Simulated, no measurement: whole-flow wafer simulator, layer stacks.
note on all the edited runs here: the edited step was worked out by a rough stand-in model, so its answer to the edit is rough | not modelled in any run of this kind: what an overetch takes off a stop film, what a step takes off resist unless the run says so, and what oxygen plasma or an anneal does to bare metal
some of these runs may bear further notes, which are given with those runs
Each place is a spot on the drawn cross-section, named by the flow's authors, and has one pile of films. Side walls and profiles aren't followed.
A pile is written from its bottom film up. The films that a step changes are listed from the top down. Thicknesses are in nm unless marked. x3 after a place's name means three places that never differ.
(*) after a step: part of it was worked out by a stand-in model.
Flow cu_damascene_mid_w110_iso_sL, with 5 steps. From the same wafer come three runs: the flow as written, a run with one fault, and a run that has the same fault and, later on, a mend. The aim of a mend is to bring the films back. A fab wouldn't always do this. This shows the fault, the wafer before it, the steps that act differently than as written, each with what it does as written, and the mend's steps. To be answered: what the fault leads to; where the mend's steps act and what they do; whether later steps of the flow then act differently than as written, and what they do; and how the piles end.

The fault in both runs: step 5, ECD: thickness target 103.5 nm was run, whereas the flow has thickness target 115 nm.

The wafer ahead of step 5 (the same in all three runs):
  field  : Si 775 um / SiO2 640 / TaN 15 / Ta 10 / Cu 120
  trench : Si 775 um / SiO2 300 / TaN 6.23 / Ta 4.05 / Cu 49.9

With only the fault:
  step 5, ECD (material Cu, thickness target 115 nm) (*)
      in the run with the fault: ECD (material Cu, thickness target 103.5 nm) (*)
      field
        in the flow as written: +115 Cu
        in the run with the fault: +103.5 Cu
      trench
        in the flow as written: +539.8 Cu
        in the run with the fault: +528.3 Cu
  None of the later steps of the flow acts differently than as written at any place that is followed.
  At field, the piles at the end differ from the flow's by more than 2% or 0.5 nm, whichever is larger.
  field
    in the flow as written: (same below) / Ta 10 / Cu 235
    in the run with the fault: (same below) / Ta 10 / Cu 223.5

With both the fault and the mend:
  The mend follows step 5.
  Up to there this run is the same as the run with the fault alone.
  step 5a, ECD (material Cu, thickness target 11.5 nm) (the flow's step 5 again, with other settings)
      field, trench
        +11.5 Cu
  None of the later steps of the flow acts differently than as written at any place that is followed.
  By the end, the piles equal the flow's at every place that both follow.
